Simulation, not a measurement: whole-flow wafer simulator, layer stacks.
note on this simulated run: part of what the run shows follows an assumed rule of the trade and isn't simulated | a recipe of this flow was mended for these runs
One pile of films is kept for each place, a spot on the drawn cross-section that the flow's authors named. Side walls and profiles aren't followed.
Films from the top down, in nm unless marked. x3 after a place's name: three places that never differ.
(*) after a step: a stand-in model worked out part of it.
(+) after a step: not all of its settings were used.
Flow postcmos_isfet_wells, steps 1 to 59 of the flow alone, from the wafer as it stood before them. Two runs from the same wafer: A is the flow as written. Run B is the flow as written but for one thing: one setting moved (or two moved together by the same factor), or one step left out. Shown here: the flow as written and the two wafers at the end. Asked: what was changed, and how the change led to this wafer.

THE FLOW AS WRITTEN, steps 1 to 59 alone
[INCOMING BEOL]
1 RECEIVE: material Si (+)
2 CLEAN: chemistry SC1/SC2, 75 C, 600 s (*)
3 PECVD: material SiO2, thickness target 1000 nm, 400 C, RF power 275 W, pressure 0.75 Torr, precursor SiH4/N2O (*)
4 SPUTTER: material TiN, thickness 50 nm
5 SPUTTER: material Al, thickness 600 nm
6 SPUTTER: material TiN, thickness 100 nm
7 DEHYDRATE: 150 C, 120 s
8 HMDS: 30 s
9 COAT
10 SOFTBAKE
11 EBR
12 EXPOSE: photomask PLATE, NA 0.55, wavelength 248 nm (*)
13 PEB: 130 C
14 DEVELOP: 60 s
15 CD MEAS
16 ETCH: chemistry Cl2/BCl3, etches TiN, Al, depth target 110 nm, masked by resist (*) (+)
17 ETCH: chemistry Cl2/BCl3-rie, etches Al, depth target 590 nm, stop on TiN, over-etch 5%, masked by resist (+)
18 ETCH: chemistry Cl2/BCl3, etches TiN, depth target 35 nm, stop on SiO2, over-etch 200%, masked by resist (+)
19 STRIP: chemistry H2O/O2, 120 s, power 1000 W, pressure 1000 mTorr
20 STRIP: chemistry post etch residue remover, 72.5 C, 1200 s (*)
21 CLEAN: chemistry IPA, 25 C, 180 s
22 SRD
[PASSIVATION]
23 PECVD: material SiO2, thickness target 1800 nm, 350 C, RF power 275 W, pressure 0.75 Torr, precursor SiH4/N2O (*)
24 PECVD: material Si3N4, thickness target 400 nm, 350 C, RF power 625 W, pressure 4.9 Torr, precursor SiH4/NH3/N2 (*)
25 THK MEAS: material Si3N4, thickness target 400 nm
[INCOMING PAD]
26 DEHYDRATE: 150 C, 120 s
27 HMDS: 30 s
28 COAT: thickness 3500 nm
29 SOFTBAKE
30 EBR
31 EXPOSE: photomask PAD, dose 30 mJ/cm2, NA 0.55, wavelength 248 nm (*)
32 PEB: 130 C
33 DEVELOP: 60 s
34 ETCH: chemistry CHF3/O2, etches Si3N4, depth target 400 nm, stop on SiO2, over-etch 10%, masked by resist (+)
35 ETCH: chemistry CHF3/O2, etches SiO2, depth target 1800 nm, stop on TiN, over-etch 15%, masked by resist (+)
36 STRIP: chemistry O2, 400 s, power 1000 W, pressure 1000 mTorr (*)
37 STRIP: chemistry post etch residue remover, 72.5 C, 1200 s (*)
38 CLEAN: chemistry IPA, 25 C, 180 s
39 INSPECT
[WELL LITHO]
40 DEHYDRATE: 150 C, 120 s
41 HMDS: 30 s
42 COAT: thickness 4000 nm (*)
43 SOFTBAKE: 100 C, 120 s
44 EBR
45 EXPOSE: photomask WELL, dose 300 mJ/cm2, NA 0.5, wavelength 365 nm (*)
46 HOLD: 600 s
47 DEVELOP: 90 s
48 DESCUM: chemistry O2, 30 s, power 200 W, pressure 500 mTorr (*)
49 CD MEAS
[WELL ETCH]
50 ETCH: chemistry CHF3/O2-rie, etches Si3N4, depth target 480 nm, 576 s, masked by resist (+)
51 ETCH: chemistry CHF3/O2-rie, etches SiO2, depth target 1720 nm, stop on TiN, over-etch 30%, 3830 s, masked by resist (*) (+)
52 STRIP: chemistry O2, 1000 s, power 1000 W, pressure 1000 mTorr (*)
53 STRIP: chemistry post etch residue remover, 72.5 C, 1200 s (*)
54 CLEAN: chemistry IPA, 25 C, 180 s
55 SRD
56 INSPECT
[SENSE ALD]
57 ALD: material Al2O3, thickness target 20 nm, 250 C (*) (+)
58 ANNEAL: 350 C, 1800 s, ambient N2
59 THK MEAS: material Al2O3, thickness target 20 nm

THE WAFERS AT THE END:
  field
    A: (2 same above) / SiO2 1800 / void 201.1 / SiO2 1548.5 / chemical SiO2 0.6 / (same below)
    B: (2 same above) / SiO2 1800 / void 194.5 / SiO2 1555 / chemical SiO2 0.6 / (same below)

The cause: step 16, ETCH: depth target 70 nm was run, where the flow has depth target 110 nm.

How the change led to this, step by step:
  16 ETCH: chemistry Cl2/BCl3, etches TiN, Al, depth target 110 nm, masked by resist (*) (+)
      field: A TiN -100 (all of it), Al -10 | B TiN -70
      margin x2, well900 x4, pad_clr, pad_open: A thick-KrF-resist -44 | B thick-KrF-resist -28
  17 ETCH: chemistry Cl2/BCl3-rie, etches Al, depth target 590 nm, stop on TiN, over-etch 5%, masked by resist (+)
      field: A Al -590 (all of it), TiN -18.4 | B TiN -30 (all of it), Al -542
  18 ETCH: chemistry Cl2/BCl3, etches TiN, depth target 35 nm, stop on SiO2, over-etch 200%, masked by resist (+)
      field: A TiN -31.6 (all of it), SiO2 -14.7 | B Al -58 (all of it), TiN -50 (all of it), SiO2 -6.13
      margin x2, well900 x4, pad_clr, pad_open: A thick-KrF-resist -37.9 | B thick-KrF-resist -42
  23 PECVD: material SiO2, thickness target 1800 nm, 350 C, RF power 275 W, pressure 0.75 Torr, precursor SiH4/N2O (*)
      field: A SiO2 +1800 (new film), void +201.1 (new film), SiO2 +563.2 | B SiO2 +1800 (new film), void +194.5 (new film), SiO2 +561.2
